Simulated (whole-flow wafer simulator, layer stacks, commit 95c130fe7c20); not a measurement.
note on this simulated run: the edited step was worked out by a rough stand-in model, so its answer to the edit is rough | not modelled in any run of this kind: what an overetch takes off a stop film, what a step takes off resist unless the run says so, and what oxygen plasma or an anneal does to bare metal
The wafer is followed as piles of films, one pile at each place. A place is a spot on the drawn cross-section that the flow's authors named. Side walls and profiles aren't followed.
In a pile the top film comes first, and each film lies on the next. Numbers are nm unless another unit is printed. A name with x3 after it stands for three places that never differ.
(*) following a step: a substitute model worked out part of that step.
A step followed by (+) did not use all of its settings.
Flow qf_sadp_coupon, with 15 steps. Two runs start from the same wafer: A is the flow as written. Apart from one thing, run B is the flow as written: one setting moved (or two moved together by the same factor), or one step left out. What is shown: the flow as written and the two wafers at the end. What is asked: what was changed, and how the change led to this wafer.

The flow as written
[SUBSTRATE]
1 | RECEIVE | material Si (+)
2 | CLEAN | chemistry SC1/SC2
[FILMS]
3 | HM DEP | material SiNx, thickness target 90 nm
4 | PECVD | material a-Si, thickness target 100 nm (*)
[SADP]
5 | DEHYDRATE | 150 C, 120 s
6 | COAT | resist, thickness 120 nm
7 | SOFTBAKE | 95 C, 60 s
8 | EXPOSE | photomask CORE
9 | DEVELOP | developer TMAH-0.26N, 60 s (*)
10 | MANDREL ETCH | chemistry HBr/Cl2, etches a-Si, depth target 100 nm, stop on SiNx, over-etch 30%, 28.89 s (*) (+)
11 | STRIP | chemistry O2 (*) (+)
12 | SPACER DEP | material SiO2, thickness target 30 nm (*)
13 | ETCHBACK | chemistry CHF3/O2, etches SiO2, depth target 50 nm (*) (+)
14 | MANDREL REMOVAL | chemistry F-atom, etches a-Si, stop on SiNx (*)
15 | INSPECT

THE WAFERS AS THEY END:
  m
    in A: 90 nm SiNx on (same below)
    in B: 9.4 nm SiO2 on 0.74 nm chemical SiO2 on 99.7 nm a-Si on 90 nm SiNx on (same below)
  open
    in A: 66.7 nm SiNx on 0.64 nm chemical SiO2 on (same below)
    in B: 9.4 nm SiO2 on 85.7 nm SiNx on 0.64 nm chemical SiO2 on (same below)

What caused this: step 13, ETCHBACK: depth target 20.6 nm was run, whereas the flow has depth target 50 nm.

How this came from the change, step by step:
  13 | ETCHBACK | chemistry CHF3/O2, etches SiO2, depth target 50 nm (*) (+)
      m: A -30 SiO2 (all of it), -0.74 chemical SiO2 (all of it), -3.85 a-Si | B -20.6 SiO2
      open: A -30 SiO2 (all of it), -19 SiNx | B -20.6 SiO2
  14 | MANDREL REMOVAL | chemistry F-atom, etches a-Si, stop on SiNx (*)
      m: A -95.8 a-Si (all of it) | B nothing
